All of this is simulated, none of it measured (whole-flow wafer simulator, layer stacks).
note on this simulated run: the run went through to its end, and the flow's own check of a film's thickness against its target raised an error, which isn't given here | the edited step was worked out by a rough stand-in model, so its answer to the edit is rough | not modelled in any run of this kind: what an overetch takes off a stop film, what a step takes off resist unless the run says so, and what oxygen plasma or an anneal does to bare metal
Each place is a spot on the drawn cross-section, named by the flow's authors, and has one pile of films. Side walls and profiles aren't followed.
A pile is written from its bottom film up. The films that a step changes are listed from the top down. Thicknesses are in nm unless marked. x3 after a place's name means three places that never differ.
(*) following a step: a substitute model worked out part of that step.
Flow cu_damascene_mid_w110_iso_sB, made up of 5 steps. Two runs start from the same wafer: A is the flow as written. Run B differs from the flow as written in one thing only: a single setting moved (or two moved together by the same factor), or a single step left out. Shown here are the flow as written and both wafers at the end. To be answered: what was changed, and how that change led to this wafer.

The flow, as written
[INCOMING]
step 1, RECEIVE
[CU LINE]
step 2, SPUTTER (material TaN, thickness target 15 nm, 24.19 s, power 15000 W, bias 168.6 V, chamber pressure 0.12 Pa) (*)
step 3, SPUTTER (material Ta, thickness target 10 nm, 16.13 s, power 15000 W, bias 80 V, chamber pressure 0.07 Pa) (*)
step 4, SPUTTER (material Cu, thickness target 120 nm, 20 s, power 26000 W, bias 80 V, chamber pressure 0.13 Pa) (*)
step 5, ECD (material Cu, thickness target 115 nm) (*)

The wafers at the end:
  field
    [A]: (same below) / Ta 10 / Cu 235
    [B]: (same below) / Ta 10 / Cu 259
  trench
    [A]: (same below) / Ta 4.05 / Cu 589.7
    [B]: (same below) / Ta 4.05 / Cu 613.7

What caused this: step 4, SPUTTER: thickness target 144 nm was run, though the flow has thickness target 120 nm.

How this came from the change, step by step:
  step 4, SPUTTER (material Cu, thickness target 120 nm, 20 s, power 26000 W, bias 80 V, chamber pressure 0.13 Pa) (*)
      field: A +120 Cu (new film) | B +144 Cu (new film)
      trench: A +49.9 Cu (new film) | B +59.9 Cu (new film)
  step 5, ECD (material Cu, thickness target 115 nm) (*)
      trench: A +539.8 Cu | B +553.8 Cu
